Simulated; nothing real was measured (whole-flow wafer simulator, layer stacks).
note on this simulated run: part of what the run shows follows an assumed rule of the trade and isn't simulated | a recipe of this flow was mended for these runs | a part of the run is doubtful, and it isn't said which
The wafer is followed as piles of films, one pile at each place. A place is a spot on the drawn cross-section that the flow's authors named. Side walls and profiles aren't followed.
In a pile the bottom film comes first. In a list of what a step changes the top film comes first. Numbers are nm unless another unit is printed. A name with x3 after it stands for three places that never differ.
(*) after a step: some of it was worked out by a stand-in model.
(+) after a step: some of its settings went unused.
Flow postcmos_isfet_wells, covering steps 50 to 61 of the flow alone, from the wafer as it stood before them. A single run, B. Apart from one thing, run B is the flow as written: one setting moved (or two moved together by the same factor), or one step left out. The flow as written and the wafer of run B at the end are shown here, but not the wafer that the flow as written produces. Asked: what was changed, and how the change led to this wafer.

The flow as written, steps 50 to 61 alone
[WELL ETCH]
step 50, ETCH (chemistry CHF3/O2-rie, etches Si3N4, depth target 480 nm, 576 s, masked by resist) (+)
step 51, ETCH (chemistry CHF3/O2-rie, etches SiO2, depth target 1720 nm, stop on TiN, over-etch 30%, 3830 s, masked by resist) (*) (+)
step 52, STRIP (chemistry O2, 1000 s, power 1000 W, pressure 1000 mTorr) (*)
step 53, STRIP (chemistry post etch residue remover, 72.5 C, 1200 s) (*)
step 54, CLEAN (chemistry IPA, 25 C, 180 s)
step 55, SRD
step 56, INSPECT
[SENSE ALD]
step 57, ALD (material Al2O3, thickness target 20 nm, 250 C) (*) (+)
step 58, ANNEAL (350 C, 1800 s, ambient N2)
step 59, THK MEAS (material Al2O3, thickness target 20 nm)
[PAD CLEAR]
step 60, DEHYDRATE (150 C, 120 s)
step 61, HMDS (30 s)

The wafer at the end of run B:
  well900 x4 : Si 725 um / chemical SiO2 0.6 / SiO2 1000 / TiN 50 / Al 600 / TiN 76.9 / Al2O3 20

The reason: step 50, ETCH: depth target 408 nm was run, whereas the flow has depth target 480 nm; step 50, ETCH: 490 s was run, where the flow has 576 s.

How this came from the change, step by step:
  step 50, ETCH (chemistry CHF3/O2-rie, etches Si3N4, depth target 480 nm, 576 s, masked by resist) (+)
      well900 x4: Si3N4 loses 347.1 (as written it would have been: Si3N4 loses 399.6 (all of it), SiO2 loses 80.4)
      field, margin x2, pad_clr, pad_open: thick-g/i-line-resist loses 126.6 (as written it would have been: thick-g/i-line-resist loses 148.8)
  step 51, ETCH (chemistry CHF3/O2-rie, etches SiO2, depth target 1720 nm, stop on TiN, over-etch 30%, 3830 s, masked by resist) (*) (+)
      well900 x4: Si3N4 loses 52.6 (all of it), SiO2 loses 1800 (all of it), TiN loses 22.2 (as written it would have been: SiO2 loses 1719.6 (all of it), TiN loses 20.6)
